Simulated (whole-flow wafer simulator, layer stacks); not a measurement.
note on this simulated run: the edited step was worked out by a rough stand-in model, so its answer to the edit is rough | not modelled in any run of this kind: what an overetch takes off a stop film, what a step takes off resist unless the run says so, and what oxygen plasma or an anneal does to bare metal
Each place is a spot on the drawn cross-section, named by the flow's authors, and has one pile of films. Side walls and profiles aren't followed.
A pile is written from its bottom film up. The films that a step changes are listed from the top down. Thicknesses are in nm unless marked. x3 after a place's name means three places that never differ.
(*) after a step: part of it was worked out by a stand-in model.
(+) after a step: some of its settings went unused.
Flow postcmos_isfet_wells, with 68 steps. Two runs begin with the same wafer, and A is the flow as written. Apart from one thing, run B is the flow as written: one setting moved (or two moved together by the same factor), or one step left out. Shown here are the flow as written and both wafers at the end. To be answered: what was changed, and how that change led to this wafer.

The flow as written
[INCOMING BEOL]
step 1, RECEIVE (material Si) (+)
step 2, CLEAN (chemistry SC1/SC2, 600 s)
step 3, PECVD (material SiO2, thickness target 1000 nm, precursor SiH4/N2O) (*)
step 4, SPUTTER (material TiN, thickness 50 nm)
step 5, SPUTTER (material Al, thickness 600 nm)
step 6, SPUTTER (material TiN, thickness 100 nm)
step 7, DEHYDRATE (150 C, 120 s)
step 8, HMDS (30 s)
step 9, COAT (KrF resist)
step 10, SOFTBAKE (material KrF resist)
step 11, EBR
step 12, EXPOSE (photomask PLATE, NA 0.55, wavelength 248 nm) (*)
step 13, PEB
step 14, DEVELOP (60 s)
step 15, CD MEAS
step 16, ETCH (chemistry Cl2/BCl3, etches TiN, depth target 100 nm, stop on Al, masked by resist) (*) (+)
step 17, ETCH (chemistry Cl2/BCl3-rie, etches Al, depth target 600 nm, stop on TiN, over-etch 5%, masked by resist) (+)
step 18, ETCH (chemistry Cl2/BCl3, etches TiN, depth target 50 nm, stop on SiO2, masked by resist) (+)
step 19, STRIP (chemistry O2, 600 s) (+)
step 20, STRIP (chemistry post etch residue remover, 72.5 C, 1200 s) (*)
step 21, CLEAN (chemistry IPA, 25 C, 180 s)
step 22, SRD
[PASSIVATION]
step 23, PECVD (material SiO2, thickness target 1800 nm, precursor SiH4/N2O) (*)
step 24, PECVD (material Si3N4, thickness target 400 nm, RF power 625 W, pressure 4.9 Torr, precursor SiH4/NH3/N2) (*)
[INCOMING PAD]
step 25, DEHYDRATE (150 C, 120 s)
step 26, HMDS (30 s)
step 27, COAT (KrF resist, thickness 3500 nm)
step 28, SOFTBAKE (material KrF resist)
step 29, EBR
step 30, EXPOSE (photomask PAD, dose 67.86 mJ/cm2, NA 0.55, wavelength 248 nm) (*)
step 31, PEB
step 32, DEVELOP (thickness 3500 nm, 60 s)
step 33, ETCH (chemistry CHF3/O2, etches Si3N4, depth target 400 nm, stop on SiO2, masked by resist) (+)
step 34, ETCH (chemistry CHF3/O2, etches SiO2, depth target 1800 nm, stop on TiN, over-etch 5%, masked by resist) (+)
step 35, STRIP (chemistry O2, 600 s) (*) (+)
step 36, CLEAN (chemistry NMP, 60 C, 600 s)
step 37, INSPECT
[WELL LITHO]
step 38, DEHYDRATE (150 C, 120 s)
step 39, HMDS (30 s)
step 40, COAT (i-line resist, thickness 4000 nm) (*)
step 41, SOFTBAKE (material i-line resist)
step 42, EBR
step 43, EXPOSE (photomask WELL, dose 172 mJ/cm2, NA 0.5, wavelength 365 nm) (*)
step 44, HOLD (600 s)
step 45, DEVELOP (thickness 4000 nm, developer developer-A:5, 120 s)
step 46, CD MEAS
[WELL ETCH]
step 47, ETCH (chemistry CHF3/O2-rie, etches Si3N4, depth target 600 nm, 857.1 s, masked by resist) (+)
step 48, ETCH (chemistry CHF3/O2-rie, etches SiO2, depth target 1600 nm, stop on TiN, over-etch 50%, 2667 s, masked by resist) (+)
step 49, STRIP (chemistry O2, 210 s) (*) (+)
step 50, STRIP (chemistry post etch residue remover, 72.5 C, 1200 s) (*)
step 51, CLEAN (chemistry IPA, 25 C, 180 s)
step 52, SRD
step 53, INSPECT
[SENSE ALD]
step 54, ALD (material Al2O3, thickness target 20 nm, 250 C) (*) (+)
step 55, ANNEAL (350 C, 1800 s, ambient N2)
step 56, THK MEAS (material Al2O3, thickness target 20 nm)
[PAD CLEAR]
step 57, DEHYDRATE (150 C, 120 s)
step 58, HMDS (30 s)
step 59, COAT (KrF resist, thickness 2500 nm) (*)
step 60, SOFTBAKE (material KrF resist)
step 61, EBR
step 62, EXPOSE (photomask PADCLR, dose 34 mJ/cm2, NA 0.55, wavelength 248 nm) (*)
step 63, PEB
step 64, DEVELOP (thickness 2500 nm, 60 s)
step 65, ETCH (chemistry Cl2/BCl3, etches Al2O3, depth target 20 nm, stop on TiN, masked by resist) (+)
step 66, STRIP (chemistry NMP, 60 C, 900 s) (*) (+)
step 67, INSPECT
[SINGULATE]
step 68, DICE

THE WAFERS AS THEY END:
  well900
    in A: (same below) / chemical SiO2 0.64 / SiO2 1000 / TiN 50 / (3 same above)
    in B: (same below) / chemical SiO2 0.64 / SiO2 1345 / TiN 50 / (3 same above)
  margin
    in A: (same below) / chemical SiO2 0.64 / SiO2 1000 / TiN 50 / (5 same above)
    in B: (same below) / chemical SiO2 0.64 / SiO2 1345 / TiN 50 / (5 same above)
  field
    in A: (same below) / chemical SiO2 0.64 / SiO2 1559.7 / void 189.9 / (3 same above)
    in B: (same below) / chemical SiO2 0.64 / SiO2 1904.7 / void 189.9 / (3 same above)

Cause: step 3, PECVD: thickness target 1345 nm was run, whereas the flow has thickness target 1000 nm.
The wafer itself shows it: well900 has SiO2 1345, and step 3 as written asks for 1000 nm.

How this came from the change, step by step:
  step 3, PECVD (material SiO2, thickness target 1000 nm, precursor SiH4/N2O) (*)
      field, margin, well900, well1300 x3, pad_rim, pad_clr, pad_open: A +1000 SiO2 (new film) | B +1345 SiO2 (new film)
